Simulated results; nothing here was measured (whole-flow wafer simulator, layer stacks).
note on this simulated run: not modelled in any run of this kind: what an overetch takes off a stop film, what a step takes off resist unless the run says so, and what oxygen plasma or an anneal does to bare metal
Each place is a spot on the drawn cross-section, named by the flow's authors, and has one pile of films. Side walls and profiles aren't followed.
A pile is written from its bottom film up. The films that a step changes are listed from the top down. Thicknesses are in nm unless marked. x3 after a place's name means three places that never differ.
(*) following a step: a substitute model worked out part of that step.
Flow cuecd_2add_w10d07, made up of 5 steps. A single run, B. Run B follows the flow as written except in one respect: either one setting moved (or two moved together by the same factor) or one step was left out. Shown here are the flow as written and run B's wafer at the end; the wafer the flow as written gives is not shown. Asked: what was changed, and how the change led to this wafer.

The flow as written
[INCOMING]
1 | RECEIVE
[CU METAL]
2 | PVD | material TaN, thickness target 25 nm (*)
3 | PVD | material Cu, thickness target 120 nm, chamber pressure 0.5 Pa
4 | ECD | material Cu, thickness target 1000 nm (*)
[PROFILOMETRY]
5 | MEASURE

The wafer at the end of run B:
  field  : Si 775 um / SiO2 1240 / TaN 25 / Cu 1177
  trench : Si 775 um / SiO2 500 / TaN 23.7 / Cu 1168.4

Cause: step 3, PVD: thickness target 177 nm was run, while the flow as written has thickness target 120 nm.

The path from the change to this, step by step:
  3 | PVD | material Cu, thickness target 120 nm, chamber pressure 0.5 Pa
      field: Cu gains 177 (new film) (in the flow as written it would be: Cu gains 120 (new film))
      trench: Cu gains 168.4 (new film) (in the flow as written it would be: Cu gains 114 (new film))
